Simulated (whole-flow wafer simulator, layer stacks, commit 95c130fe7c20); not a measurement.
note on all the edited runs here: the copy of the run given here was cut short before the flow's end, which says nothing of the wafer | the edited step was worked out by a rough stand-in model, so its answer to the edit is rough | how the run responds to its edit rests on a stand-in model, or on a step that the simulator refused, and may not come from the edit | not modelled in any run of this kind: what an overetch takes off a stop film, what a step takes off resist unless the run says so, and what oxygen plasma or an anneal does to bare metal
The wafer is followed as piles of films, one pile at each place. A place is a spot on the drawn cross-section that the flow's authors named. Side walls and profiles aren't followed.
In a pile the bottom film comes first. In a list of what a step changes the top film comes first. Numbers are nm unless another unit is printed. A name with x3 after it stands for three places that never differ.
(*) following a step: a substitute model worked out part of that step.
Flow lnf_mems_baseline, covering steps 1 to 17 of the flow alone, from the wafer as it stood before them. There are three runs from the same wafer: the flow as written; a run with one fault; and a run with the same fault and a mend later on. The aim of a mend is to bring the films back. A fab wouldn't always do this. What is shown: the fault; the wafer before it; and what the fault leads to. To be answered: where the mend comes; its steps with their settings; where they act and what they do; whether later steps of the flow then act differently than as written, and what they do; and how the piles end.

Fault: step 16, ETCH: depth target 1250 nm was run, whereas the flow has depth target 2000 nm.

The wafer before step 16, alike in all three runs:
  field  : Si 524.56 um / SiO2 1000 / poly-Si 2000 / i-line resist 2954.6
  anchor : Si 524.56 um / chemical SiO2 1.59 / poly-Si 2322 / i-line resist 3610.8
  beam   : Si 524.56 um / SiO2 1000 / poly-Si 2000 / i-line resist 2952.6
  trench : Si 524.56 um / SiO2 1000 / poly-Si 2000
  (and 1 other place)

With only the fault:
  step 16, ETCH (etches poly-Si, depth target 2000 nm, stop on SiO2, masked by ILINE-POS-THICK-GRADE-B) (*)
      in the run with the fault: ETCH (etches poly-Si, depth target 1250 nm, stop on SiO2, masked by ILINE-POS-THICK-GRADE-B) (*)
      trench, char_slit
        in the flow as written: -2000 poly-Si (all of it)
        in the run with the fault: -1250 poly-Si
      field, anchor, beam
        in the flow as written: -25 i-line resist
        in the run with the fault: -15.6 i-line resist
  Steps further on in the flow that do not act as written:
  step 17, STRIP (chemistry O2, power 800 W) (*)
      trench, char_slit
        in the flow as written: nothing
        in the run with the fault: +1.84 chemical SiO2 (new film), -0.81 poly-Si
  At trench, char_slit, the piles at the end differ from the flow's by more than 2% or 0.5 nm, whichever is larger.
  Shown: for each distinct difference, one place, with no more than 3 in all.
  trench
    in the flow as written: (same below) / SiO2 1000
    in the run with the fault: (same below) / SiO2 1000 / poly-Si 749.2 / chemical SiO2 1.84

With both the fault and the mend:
  After step 16 comes the mend.
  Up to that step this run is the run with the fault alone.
  step 16a, ETCH (etches poly-Si, depth target 750 nm, stop on SiO2, masked by ILINE-POS-THICK-GRADE-B) (*) (a further turn of the flow's step 16, with different settings)
      field, anchor, beam
        -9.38 i-line resist
      trench, char_slit
        -750 poly-Si (all of it)
  Every later step of the flow that is run acts as written at every place that is followed.
  At every place that both follow, the piles at the end match the flow's.
